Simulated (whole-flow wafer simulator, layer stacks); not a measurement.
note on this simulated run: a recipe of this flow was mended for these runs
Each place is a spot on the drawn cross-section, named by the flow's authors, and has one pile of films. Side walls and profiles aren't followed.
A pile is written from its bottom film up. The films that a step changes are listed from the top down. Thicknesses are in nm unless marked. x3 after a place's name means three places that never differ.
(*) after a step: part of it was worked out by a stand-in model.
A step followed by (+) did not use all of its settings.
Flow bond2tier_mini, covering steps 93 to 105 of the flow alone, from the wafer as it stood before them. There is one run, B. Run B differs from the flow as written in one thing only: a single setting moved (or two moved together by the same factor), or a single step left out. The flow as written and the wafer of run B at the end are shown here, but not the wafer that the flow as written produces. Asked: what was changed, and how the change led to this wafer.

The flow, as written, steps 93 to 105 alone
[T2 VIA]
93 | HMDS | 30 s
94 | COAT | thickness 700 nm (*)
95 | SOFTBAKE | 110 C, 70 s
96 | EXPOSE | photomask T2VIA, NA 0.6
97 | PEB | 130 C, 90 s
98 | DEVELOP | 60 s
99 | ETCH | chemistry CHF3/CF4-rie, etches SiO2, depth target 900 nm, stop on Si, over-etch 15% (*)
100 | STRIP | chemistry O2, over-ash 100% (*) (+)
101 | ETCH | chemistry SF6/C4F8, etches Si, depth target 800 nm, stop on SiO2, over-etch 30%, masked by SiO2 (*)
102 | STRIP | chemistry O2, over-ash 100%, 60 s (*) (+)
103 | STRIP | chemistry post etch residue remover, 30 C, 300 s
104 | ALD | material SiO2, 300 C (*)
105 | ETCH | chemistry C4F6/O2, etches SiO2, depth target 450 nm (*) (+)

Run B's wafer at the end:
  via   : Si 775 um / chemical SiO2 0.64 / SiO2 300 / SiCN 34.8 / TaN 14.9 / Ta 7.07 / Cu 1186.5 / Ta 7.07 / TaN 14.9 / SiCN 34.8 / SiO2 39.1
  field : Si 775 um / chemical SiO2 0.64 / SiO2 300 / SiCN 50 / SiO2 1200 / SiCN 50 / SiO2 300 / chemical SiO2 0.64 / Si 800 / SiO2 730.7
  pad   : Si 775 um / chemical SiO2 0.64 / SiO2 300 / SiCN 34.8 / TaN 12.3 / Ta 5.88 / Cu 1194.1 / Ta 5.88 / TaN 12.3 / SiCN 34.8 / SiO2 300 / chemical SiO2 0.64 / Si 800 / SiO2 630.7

Cause: step 105, ETCH: depth target 309 nm was run, whereas the flow has depth target 450 nm.

The path from the change to this, step by step:
  105 | ETCH | chemistry C4F6/O2, etches SiO2, depth target 450 nm (*) (+)
      via: -309 SiO2 (it would be, as written: -348.1 SiO2 (all of it), -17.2 SiCN)
      field, pad: -309 SiO2 (it would be, as written: -450 SiO2)
